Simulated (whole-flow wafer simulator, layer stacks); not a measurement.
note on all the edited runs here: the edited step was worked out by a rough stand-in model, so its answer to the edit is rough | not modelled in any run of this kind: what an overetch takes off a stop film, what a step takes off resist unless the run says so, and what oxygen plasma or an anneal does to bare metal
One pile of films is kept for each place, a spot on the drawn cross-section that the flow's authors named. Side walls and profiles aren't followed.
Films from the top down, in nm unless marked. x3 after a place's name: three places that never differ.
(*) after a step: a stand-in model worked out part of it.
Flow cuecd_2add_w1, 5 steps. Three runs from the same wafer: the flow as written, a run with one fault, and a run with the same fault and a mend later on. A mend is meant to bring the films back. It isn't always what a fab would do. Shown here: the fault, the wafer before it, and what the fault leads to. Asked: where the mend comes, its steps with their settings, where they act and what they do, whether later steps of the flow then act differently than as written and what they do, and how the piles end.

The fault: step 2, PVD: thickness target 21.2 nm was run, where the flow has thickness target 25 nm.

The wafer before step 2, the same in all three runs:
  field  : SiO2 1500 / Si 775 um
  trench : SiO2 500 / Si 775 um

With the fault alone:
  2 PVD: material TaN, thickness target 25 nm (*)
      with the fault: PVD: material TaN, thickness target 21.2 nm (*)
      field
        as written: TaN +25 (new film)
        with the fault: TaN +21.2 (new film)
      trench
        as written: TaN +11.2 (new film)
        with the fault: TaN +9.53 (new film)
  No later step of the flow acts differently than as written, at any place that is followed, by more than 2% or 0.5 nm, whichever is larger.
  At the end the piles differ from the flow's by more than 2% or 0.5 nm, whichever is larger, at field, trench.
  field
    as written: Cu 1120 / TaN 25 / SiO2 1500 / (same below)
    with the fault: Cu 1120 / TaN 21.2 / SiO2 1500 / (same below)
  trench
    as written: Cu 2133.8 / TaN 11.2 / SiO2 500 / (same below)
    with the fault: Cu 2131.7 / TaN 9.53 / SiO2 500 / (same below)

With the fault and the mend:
  The mend comes after step 2.
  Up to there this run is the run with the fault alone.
  2a PVD: material TaN, thickness target 3.8 nm (*) (the flow's step 2 once more, with other settings)
      field
        TaN +3.8
      trench
        TaN +1.67
  No later step of the flow acts differently than as written at any place that is followed.
  At the end the piles are the same as the flow's at every place that both follow.
